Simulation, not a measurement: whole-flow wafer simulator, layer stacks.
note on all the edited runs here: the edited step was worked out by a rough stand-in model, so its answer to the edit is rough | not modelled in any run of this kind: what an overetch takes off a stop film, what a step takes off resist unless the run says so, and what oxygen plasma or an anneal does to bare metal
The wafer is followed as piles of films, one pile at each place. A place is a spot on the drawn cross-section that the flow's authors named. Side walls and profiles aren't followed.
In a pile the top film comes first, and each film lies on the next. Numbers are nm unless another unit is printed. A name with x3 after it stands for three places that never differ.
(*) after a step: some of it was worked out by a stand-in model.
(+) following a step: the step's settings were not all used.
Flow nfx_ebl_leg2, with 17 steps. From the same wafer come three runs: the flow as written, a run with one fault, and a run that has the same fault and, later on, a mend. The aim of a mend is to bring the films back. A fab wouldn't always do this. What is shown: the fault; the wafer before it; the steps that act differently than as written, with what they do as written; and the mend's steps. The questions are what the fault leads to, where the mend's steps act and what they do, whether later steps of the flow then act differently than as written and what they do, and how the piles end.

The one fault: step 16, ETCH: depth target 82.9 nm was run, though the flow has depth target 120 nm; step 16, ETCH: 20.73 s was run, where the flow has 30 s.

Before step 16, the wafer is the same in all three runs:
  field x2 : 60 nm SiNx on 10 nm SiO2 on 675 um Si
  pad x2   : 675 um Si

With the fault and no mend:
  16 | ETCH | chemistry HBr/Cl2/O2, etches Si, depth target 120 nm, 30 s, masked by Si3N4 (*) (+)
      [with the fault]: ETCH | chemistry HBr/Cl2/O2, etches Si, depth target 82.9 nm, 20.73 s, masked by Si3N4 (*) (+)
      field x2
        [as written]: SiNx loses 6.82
        [with the fault]: SiNx loses 4.71
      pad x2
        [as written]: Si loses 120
        [with the fault]: Si loses 82.9
  Every later step of the flow that is run acts as written at every place that is followed.
  The piles end different from the flow's at field x2 by more than 2% or 0.5 nm, whichever is larger.
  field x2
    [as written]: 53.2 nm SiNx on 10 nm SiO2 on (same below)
    [with the fault]: 55.3 nm SiNx on 10 nm SiO2 on (same below)

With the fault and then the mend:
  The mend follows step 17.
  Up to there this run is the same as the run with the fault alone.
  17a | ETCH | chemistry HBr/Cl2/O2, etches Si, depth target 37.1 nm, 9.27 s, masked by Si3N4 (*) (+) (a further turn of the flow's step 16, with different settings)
      field x2
        SiNx loses 2.11
      pad x2
        Si loses 37.1
  Every later step of the flow that is run acts as written at every place that is followed.
  By the end, the piles equal the flow's at every place that both follow.
